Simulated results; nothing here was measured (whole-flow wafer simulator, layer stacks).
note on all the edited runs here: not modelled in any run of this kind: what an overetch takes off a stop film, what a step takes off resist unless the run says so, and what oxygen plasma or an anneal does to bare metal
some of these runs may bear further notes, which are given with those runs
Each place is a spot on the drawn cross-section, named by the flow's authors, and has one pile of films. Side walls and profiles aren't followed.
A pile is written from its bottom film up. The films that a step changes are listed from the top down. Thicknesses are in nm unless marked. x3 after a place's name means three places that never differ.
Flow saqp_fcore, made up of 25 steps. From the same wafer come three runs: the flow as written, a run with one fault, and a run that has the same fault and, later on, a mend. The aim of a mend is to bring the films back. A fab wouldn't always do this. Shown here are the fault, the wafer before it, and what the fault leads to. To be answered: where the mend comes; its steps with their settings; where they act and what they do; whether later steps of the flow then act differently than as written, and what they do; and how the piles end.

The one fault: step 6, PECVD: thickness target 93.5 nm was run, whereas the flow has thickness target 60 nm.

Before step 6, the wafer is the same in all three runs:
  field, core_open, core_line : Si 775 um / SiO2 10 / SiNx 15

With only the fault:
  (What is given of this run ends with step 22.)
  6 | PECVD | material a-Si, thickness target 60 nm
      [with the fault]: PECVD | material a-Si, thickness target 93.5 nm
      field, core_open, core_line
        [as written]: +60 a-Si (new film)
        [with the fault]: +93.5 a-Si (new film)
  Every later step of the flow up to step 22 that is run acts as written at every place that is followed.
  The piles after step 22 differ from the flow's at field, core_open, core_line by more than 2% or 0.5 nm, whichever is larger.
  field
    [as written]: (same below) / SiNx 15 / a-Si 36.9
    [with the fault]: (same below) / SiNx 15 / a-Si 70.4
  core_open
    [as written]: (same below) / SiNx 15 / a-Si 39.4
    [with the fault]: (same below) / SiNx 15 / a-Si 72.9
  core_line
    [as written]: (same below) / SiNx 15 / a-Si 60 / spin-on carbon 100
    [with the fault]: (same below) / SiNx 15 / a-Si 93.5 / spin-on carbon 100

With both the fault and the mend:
  The mend stands after step 7.
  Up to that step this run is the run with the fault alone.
  7a | ETCH | chemistry tmah, depth target 107.5 nm
      field, core_open, core_line
        -93.5 a-Si (all of it)
  7b | PECVD | material a-Si, thickness target 60 nm (the flow's step 6 again)
      field, core_open, core_line
        +60 a-Si (new film)
  Every later step of the flow that is run acts as written at every place that is followed.
  At every place that both follow, the piles at the end match the flow's.
